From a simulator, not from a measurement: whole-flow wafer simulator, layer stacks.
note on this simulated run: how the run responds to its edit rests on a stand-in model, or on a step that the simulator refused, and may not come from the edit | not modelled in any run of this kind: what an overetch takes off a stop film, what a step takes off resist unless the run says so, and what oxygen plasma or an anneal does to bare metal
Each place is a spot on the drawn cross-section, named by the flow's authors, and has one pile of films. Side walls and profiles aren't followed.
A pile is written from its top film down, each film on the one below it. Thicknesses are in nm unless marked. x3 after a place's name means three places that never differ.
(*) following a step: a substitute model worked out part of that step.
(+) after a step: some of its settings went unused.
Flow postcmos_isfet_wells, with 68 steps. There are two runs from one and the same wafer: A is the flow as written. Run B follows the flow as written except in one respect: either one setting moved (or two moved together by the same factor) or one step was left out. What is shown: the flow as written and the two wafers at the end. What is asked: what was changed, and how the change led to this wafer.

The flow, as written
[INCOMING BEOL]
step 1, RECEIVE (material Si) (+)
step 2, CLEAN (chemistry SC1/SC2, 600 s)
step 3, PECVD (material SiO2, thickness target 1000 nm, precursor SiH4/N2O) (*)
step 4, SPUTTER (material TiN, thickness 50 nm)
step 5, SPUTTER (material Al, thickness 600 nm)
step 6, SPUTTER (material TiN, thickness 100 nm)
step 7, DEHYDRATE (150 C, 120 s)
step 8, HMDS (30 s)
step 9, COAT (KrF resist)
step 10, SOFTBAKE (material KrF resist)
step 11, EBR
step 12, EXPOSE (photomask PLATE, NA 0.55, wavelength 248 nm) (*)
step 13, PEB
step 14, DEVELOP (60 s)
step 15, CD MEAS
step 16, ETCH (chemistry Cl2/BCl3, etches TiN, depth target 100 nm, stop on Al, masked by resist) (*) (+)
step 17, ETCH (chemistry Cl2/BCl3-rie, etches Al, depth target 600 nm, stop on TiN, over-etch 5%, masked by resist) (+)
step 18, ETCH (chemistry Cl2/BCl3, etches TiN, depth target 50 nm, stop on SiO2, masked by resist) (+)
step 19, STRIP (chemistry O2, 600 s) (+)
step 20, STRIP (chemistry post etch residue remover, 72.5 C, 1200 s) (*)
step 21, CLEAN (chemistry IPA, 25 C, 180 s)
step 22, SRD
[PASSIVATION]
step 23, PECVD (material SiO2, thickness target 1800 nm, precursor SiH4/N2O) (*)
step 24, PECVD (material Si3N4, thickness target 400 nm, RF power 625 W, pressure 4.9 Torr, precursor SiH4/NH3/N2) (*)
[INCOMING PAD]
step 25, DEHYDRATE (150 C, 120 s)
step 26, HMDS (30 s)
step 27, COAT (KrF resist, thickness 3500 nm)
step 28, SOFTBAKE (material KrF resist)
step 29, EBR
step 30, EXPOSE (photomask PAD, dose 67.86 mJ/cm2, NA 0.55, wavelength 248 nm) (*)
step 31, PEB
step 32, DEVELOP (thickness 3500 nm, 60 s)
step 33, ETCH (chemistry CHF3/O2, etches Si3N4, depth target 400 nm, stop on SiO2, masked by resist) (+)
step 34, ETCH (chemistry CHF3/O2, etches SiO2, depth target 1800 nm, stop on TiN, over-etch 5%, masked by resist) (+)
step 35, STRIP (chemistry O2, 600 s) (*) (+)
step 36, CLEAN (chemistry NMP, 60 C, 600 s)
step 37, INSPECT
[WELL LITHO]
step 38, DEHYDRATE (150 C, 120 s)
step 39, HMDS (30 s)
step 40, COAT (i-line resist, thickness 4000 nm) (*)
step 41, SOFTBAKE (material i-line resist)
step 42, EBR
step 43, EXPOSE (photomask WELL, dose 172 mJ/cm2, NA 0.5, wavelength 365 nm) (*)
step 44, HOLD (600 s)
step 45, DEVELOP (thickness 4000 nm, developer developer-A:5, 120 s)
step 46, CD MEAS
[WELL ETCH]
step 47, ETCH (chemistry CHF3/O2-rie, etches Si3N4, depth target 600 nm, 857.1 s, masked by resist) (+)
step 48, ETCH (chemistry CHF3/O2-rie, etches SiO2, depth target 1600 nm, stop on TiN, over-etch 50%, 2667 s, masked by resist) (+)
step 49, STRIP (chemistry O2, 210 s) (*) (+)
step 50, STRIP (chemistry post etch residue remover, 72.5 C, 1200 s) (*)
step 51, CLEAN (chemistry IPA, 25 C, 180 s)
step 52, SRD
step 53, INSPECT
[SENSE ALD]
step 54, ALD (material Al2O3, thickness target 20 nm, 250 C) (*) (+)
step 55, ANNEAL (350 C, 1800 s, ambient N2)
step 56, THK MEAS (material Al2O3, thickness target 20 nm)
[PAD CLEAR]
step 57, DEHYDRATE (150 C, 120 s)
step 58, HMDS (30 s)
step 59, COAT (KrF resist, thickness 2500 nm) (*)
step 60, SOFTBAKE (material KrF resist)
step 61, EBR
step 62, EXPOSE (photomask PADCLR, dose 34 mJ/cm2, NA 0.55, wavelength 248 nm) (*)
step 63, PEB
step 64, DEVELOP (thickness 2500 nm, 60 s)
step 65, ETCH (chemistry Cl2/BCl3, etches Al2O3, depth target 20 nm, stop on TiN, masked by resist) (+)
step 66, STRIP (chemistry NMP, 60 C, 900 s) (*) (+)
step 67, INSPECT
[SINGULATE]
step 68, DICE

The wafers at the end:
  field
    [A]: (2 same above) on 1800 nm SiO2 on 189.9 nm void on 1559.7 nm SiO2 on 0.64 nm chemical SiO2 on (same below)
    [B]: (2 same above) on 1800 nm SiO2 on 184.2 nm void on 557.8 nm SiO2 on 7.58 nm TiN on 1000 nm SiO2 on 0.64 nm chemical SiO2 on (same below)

Cause: step 18, ETCH: depth target 42 nm was run, while the flow as written has depth target 50 nm.

How this came from the change, step by step:
  step 18, ETCH (chemistry Cl2/BCl3, etches TiN, depth target 50 nm, stop on SiO2, masked by resist) (+)
      field: A TiN loses 50 (all of it) | B TiN loses 42
      margin, well900, well1300 x3, pad_rim, pad_clr, pad_open: A KrF resist loses 20 | B KrF resist loses 16.8
  step 23, PECVD (material SiO2, thickness target 1800 nm, precursor SiH4/N2O) (*)
      field: A SiO2 gains 1800 (new film), void gains 189.9 (new film), SiO2 gains 559.7 | B SiO2 gains 1800 (new film), void gains 184.2 (new film), SiO2 gains 557.8 (new film)
Taking metal films that touch as one body, field has 1 body; the flow as written gives 0 bodies.
